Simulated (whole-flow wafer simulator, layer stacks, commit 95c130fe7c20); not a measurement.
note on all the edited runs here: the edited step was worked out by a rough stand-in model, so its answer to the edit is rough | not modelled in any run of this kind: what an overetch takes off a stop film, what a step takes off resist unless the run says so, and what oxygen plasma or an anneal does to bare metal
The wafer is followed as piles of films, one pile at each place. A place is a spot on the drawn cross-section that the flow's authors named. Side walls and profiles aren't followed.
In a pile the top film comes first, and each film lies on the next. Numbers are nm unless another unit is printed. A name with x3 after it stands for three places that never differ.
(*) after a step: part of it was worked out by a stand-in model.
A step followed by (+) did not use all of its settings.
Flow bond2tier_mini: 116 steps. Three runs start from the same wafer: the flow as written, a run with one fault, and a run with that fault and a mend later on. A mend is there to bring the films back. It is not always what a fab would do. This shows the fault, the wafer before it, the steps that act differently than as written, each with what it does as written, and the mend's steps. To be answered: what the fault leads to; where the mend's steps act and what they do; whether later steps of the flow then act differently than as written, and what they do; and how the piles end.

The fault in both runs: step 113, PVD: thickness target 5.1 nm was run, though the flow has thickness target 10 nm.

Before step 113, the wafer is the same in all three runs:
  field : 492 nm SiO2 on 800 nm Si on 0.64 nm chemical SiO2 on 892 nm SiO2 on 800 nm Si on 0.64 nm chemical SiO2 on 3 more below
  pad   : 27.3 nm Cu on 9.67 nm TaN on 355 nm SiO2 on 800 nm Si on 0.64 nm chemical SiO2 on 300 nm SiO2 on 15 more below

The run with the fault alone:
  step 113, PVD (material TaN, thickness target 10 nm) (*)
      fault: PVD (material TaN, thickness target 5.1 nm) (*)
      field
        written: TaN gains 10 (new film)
        fault: TaN gains 5.1 (new film)
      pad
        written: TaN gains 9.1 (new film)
        fault: TaN gains 4.64 (new film)
  Later steps of the flow acting differently than as written (1 more step, not shown, differs only slightly: by at most 2% or 0.5 nm, whichever is larger):
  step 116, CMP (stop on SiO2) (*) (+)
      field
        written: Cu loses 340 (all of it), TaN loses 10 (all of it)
        fault: Cu loses 340 (all of it), TaN loses 5.1 (all of it)
  At pad, the piles at the end differ from the flow's by more than 2% or 0.5 nm, whichever is larger.
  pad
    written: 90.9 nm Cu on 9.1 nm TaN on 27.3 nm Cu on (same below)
    fault: 95.4 nm Cu on 4.64 nm TaN on 27.3 nm Cu on (same below)

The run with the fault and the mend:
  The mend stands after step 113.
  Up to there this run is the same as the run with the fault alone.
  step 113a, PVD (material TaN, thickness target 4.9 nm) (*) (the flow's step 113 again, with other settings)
      field
        TaN gains 4.9
      pad
        TaN gains 4.46
  Every later step of the flow that is run acts as written at every place that is followed.
  The piles end the same as the flow's at every place that both follow.
